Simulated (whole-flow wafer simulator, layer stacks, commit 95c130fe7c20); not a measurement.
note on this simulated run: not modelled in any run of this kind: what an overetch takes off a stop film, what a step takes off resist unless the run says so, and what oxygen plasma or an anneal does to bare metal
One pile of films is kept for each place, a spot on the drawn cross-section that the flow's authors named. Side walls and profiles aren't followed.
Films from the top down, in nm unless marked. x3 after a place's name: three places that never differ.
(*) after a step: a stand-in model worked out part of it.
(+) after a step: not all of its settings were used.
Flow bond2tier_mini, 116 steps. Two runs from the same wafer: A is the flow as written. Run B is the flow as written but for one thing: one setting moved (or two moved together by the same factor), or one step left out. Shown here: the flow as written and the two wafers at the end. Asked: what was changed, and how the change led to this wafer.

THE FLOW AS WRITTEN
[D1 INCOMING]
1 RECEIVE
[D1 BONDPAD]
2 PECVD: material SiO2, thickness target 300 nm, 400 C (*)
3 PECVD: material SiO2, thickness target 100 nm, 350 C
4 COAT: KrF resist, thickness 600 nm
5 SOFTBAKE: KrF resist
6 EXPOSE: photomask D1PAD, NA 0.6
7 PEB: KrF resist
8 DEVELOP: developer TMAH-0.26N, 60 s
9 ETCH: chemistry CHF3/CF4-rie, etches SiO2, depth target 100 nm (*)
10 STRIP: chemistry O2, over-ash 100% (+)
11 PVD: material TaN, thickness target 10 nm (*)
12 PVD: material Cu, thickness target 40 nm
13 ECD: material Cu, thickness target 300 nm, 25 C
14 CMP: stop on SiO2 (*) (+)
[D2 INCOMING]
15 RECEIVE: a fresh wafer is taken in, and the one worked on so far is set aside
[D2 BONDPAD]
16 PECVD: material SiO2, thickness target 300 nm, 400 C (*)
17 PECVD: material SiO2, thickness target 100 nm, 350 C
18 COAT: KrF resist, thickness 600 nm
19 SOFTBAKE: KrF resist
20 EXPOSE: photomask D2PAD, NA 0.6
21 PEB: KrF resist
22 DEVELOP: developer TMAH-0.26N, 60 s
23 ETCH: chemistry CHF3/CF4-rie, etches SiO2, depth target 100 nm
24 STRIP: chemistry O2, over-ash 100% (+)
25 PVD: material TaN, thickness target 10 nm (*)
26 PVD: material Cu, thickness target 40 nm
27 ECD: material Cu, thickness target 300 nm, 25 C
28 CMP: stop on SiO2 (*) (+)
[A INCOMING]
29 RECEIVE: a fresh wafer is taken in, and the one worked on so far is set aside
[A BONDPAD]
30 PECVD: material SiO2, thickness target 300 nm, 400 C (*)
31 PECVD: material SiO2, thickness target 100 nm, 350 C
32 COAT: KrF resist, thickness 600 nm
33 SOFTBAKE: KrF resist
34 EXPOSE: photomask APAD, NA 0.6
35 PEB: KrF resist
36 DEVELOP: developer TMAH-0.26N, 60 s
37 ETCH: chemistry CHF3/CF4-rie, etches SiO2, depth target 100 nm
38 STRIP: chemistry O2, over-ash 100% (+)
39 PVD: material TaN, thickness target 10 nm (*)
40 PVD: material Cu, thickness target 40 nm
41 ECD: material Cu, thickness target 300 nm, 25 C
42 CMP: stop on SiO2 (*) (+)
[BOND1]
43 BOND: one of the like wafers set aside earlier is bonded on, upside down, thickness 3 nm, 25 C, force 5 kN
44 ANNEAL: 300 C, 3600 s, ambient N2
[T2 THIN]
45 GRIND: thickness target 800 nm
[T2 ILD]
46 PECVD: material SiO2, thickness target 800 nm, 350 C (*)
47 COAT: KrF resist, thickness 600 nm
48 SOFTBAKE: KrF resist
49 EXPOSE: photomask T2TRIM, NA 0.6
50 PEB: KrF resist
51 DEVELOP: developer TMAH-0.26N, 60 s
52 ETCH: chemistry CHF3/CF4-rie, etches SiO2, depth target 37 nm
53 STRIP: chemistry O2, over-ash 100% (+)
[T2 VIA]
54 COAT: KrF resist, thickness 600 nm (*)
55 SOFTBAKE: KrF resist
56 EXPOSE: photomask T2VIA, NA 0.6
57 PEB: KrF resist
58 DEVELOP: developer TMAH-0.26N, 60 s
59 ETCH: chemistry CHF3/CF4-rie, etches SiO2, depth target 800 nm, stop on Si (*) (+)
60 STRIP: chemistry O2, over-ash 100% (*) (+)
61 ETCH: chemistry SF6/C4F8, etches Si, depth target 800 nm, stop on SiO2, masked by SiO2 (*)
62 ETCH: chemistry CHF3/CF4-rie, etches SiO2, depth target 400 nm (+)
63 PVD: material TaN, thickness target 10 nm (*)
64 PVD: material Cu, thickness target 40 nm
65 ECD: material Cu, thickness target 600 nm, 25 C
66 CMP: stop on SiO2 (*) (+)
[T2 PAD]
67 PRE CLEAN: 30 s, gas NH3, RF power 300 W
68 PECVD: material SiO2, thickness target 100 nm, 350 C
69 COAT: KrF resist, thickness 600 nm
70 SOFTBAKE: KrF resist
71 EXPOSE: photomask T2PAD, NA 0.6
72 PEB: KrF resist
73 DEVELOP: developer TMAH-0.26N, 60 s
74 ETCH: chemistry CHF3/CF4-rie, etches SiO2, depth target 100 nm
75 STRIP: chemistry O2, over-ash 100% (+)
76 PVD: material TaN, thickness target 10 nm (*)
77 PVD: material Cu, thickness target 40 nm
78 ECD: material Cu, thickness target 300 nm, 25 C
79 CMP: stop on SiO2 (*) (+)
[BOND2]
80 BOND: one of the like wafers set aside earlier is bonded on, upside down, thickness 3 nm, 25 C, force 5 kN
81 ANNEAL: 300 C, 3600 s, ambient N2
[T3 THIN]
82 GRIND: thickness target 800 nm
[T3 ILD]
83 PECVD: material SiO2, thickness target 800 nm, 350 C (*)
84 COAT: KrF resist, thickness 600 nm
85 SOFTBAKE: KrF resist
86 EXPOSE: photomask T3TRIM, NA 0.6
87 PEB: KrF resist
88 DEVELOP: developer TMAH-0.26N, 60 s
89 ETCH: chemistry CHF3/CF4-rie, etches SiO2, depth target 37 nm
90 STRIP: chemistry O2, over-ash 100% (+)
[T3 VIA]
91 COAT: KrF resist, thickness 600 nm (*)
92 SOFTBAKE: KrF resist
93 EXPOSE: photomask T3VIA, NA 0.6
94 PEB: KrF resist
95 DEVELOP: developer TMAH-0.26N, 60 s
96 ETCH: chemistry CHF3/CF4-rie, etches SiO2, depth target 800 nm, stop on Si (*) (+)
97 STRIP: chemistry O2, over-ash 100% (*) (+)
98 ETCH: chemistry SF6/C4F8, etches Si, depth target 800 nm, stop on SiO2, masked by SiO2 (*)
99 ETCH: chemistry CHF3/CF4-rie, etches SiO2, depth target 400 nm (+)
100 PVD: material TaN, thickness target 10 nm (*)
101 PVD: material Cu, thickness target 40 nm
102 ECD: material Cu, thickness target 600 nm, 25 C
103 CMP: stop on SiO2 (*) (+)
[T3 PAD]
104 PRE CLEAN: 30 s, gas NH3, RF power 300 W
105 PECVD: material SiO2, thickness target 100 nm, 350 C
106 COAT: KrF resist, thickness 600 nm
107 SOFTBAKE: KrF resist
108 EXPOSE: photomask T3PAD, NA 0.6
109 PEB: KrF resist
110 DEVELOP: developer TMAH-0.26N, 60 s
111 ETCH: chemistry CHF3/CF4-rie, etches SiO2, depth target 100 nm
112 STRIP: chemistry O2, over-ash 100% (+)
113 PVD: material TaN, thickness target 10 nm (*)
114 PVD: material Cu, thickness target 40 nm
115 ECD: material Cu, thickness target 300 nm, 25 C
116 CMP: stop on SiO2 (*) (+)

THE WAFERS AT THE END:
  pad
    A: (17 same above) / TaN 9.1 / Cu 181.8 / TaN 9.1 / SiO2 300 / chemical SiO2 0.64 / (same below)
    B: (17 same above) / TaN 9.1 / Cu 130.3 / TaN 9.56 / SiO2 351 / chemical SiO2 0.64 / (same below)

The cause: step 37, ETCH: depth target 49 nm was run, where the flow has depth target 100 nm.

How the change led to this, step by step:
  37 ETCH: chemistry CHF3/CF4-rie, etches SiO2, depth target 100 nm
      pad, via: A SiO2 -100 | B SiO2 -49
      field: A KrF resist -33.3 | B KrF resist -16.3
  38 STRIP: chemistry O2, over-ash 100% (+)
      field: A KrF resist -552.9 (all of it) | B KrF resist -569.9 (all of it)
  40 PVD: material Cu, thickness target 40 nm
      pad: A Cu +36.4 (new film) | B Cu +38.2 (new film)
  41 ECD: material Cu, thickness target 300 nm, 25 C
      pad: A Cu +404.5 | B Cu +351.2
      via: A Cu +400.2 | B Cu +349
